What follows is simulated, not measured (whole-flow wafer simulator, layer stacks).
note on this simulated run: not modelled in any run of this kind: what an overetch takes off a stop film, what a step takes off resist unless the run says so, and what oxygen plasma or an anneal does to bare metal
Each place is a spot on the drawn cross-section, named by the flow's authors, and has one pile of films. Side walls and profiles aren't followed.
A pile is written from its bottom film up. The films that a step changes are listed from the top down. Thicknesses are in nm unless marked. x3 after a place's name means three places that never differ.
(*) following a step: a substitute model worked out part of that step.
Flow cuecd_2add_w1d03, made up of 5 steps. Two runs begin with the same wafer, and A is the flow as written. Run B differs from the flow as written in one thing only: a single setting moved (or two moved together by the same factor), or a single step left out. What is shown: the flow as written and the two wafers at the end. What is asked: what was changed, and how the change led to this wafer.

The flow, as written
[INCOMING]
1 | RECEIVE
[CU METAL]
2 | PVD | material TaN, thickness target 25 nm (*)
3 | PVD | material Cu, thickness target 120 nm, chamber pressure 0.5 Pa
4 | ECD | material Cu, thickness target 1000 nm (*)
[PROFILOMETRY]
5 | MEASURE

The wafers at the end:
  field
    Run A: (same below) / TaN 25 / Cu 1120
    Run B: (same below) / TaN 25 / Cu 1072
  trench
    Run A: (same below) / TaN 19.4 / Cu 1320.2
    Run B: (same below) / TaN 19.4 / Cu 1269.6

The reason: step 3, PVD: thickness target 72 nm was run, while the flow as written has thickness target 120 nm.

How this came from the change, step by step:
  3 | PVD | material Cu, thickness target 120 nm, chamber pressure 0.5 Pa
      field: A Cu gains 120 (new film) | B Cu gains 72 (new film)
      trench: A Cu gains 93.4 (new film) | B Cu gains 56.1 (new film)
